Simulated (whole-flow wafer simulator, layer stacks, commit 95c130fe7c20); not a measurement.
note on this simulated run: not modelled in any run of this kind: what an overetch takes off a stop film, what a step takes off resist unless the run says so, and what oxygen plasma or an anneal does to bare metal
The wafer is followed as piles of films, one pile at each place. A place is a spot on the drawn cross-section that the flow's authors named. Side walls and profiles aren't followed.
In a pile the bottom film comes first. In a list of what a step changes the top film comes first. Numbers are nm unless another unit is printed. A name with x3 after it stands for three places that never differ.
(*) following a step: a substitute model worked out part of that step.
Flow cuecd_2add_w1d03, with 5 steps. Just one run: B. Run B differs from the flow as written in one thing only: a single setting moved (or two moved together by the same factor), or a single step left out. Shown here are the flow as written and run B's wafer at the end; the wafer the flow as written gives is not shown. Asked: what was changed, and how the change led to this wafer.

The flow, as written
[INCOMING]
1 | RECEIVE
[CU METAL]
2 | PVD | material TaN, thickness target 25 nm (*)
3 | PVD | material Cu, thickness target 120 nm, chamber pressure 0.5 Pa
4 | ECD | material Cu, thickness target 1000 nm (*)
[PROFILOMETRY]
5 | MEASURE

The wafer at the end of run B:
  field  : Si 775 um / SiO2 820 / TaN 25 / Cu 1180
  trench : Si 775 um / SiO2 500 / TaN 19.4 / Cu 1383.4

The reason: step 3, PVD: thickness target 180 nm was run, though the flow has thickness target 120 nm.

How this came from the change, step by step:
  3 | PVD | material Cu, thickness target 120 nm, chamber pressure 0.5 Pa
      field: +180 Cu (new film) (it would be, as written: +120 Cu (new film))
      trench: +140 Cu (new film) (it would be, as written: +93.4 Cu (new film))
